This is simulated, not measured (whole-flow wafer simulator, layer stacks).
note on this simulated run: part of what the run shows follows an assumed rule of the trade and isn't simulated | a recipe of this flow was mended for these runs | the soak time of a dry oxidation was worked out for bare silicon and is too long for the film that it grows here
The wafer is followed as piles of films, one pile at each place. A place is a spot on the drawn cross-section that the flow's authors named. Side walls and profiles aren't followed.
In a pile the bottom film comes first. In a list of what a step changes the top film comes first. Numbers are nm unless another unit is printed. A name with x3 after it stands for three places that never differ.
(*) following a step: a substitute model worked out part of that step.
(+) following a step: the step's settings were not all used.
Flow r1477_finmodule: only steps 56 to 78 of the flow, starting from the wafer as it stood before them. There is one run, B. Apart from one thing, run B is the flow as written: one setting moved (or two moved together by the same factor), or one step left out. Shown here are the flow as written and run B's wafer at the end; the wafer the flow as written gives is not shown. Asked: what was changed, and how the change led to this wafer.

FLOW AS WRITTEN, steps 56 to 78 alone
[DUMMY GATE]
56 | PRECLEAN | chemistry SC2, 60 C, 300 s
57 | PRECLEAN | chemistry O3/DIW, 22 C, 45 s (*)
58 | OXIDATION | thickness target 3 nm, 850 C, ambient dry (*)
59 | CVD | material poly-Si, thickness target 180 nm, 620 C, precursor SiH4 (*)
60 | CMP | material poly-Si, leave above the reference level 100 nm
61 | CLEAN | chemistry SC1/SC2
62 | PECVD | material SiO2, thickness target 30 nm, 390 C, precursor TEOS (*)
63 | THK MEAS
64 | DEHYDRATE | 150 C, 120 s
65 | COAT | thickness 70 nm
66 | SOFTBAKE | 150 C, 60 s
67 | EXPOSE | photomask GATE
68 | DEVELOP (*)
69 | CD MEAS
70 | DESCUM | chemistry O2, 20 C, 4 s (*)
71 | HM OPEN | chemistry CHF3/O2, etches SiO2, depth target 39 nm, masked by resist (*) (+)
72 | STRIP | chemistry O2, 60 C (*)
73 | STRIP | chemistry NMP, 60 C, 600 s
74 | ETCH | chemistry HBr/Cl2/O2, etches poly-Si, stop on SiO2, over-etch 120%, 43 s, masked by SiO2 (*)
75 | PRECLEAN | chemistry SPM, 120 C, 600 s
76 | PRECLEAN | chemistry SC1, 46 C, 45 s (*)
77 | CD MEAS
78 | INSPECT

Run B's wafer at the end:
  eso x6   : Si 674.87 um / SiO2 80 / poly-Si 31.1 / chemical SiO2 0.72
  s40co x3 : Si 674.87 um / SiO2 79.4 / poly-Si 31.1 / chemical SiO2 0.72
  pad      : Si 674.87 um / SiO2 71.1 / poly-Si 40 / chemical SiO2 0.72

What caused this: step 71, HM OPEN: depth target 24 nm was run, while the flow as written has depth target 39 nm.

The path from the change to this, step by step:
  71 | HM OPEN | chemistry CHF3/O2, etches SiO2, depth target 39 nm, masked by resist (*) (+)
      pad, elo x7, eso x6, e200so, s40co x3: SiO2 loses 24 (it would be, as written: SiO2 loses 30 (all of it), chemical SiO2 loses 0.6 (all of it), poly-Si loses 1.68)
      padg, elg x7, esg x6, e200sg, s40cg x3: e-beam-resist loses 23 (it would be, as written: e-beam-resist loses 37.4)
  72 | STRIP | chemistry O2, 60 C (*)
      pad, elo x7, eso x6, e200so, s40co x3: nothing (it would be, as written: chemical SiO2 gains 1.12 (new film), poly-Si loses 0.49)
      padg, elg x7, esg x6, e200sg, s40cg x3: e-beam-resist loses 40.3 (all of it) (it would be, as written: e-beam-resist loses 25.9 (all of it))
  74 | ETCH | chemistry HBr/Cl2/O2, etches poly-Si, stop on SiO2, over-etch 120%, 43 s, masked by SiO2 (*)
      eso x6, e200so, s40co x3: SiO2 loses 6 (all of it), chemical SiO2 loses 0.6 (all of it), poly-Si loses 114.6 (it would be, as written: chemical SiO2 loses 1.12 (all of it), poly-Si loses 143.9 (all of it), SiO2 loses 0.22)
      elo x7: SiO2 loses 6 (all of it), chemical SiO2 loses 0.6 (all of it), poly-Si loses 99.7 (all of it), SiO2 loses 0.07 (it would be, as written: chemical SiO2 loses 1.12 (all of it), poly-Si loses 97.6 (all of it), SiO2 loses 0.45)
      (and at 1 other place as well)
  75 | PRECLEAN | chemistry SPM, 120 C, 600 s
      pad, eso x6, e200so, s40co x3: chemical SiO2 gains 0.8 (new film), poly-Si loses 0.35 (it would be, as written: nothing)
